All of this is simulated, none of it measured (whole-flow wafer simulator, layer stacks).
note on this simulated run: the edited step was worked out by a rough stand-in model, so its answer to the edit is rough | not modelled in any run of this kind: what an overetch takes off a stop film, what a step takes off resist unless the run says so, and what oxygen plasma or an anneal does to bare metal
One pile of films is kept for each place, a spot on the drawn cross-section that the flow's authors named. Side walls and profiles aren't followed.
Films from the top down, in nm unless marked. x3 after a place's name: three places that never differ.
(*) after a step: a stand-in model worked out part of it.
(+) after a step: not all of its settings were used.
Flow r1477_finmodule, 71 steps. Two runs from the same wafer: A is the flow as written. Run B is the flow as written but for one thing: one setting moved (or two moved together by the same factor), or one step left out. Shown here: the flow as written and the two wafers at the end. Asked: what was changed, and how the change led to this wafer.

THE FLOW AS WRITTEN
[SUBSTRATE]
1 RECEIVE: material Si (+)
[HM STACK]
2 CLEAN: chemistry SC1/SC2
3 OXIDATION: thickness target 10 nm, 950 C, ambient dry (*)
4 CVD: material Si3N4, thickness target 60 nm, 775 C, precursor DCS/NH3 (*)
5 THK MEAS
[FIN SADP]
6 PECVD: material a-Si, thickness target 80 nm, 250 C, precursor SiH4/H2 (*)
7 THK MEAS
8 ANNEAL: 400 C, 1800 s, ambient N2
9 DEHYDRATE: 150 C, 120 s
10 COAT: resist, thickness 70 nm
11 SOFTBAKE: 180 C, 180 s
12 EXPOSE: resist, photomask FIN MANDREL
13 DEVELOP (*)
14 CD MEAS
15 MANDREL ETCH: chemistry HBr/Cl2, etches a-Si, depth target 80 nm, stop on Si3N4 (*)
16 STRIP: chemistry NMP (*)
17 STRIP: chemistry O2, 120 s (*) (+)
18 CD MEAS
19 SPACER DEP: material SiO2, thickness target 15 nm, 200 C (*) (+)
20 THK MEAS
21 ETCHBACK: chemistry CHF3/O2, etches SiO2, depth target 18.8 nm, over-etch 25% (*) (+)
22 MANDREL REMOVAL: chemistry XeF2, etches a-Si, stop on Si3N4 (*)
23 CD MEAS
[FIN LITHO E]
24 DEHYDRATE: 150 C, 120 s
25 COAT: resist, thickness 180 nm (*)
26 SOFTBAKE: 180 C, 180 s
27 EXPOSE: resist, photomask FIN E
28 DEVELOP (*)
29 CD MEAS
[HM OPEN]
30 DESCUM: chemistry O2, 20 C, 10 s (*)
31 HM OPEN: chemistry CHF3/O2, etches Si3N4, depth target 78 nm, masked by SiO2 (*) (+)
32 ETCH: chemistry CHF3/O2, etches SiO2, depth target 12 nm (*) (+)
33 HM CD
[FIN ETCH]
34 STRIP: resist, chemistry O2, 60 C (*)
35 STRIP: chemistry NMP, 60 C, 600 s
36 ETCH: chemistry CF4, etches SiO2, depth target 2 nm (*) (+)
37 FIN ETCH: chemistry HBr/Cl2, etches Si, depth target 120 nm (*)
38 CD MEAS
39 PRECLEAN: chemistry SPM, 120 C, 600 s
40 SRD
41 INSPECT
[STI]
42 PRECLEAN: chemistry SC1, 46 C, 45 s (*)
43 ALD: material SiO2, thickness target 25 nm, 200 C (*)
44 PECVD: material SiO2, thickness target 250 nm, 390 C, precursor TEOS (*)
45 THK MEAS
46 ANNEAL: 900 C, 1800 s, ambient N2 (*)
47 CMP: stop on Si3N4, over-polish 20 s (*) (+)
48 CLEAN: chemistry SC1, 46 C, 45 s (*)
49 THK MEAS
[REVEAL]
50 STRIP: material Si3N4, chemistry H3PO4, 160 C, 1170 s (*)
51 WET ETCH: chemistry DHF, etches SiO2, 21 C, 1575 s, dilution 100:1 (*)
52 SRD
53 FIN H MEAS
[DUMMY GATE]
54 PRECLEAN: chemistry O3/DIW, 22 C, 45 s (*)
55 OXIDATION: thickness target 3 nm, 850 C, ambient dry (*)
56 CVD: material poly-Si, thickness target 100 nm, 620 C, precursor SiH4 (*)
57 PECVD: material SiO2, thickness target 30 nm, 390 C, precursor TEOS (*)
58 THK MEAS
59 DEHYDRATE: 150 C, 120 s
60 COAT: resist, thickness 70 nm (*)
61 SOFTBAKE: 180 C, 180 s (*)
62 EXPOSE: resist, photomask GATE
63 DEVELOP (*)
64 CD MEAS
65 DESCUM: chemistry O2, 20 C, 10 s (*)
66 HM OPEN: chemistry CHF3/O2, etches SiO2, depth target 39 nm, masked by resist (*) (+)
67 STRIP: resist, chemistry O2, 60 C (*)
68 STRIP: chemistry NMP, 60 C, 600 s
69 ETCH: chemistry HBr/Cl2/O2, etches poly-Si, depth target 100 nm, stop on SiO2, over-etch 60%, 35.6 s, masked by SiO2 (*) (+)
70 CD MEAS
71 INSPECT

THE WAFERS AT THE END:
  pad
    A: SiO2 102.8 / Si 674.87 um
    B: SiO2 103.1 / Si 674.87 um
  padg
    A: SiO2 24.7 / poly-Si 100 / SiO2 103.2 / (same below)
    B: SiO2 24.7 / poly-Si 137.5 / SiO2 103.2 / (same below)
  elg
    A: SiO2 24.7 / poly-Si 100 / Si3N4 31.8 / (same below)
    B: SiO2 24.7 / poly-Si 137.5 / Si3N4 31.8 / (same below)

The cause: step 56, CVD: thickness target 137.5 nm was run, where the flow has thickness target 100 nm.
It can be read off the wafer: padg has poly-Si 137.5, and step 56 as written asks for 100 nm.

How the change led to this, step by step:
  56 CVD: material poly-Si, thickness target 100 nm, 620 C, precursor SiH4 (*)
      pad, padg, elg and 26 more: A poly-Si +100 (new film) | B poly-Si +137.5 (new film)
      s40cg, s40co: A poly-Si +113.9 (new film) | B poly-Si +152 (new film)
      (and at 5 more places)
  67 STRIP: resist, chemistry O2, 60 C (*)
      s45cg: A resist -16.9 (all of it) | B resist -16.3 (all of it)
      s50cg: A resist -17.4 (all of it) | B resist -16.7 (all of it)
  69 ETCH: chemistry HBr/Cl2/O2, etches poly-Si, depth target 100 nm, stop on SiO2, over-etch 60%, 35.6 s, masked by SiO2 (*) (+)
      elo, e40lo, e100lo, e200lo: A chemical SiO2 -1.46 (all of it), poly-Si -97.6 (all of it), Si3N4 -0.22 | B chemical SiO2 -1.46 (all of it), poly-Si -135.1 (all of it)
      s40co: A chemical SiO2 -1.46 (all of it), poly-Si -111.5 (all of it), SiO2 -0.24 | B chemical SiO2 -1.46 (all of it), poly-Si -149.5 (all of it)
      (and at 13 more places)
